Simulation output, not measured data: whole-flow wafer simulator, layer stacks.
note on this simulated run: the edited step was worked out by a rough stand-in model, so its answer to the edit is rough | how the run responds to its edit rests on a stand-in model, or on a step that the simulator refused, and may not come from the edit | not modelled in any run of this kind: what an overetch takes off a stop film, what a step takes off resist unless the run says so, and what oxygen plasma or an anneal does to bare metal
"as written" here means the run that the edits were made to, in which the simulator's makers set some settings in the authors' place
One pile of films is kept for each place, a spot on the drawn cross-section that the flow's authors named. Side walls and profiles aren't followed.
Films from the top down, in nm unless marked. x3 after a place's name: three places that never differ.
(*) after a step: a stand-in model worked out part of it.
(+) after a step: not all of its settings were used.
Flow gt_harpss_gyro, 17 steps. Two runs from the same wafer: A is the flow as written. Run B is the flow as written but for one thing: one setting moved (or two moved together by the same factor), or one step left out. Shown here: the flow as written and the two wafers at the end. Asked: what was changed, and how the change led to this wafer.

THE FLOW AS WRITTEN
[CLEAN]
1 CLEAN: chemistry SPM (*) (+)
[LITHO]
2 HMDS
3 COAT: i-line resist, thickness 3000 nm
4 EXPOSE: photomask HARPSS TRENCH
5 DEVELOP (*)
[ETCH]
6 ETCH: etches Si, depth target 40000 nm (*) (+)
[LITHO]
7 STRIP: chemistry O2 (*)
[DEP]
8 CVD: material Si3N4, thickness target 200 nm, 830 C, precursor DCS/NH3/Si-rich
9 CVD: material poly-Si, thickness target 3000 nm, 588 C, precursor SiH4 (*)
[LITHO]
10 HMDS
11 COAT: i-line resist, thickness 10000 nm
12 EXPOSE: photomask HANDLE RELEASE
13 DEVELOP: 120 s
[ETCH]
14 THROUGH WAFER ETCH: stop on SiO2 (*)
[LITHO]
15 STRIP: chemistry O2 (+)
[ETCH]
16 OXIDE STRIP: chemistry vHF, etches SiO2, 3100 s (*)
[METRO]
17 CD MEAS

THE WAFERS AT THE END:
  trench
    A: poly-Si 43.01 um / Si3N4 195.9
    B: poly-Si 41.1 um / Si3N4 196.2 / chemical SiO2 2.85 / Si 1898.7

The cause: step 6, ETCH: depth target 38100 nm was run, where the flow has depth target 40000 nm.

How the change led to this, step by step:
  6 ETCH: etches Si, depth target 40000 nm (*) (+)
      trench: A chemical SiO2 -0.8 (all of it), Si -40 um (all of it) | B chemical SiO2 -0.8 (all of it), Si -38.1 um
      field: A i-line resist -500 | B i-line resist -476.2
  7 STRIP: chemistry O2 (*)
      trench: A nothing | B chemical SiO2 +2.85 (new film), Si -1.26
  9 CVD: material poly-Si, thickness target 3000 nm, 588 C, precursor SiH4 (*)
      trench: A poly-Si +43.01 um (new film) | B poly-Si +41.1 um (new film)
